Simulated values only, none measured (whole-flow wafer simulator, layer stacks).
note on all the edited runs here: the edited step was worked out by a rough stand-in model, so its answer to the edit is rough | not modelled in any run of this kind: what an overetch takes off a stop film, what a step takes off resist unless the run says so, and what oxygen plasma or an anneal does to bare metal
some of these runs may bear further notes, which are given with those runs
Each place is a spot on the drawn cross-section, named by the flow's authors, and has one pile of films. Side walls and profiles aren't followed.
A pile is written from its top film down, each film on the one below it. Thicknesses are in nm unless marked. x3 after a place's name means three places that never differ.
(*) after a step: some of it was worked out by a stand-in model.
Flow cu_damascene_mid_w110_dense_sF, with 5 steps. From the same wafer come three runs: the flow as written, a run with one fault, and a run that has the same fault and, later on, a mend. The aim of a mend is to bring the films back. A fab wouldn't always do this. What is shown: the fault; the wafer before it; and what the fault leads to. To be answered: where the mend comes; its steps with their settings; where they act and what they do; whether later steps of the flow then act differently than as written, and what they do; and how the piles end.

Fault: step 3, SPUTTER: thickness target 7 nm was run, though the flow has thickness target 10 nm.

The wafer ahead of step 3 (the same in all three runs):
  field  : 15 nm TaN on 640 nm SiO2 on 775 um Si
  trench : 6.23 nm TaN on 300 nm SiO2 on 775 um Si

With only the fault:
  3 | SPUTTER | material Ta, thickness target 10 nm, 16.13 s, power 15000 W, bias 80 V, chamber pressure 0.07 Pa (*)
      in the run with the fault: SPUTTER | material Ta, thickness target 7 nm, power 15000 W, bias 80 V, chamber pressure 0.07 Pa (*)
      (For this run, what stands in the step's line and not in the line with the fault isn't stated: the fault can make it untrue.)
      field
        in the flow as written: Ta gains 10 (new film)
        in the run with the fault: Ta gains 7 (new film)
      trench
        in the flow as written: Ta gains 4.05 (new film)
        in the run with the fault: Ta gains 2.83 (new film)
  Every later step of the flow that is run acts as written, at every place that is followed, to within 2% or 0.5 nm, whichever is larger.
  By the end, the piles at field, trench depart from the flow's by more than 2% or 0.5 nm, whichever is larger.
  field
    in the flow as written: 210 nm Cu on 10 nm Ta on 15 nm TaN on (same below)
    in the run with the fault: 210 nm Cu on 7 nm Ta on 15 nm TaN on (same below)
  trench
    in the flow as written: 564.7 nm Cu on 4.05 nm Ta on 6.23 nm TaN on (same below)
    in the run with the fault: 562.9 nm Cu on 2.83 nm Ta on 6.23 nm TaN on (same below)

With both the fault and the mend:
  The mend stands after step 3.
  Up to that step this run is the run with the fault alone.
  3a | SPUTTER | material Ta, thickness target 3 nm, power 15000 W, bias 80 V, chamber pressure 0.07 Pa (*) (the flow's step 3 again, with other settings)
      field
        Ta gains 3
      trench
        Ta gains 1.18
  Every later step of the flow that is run acts as written, at every place that is followed, to within 2% or 0.5 nm, whichever is larger.
  At the end the piles are close to the flow's at the places that both follow, differing by at most 2% or 0.5 nm, whichever is larger.
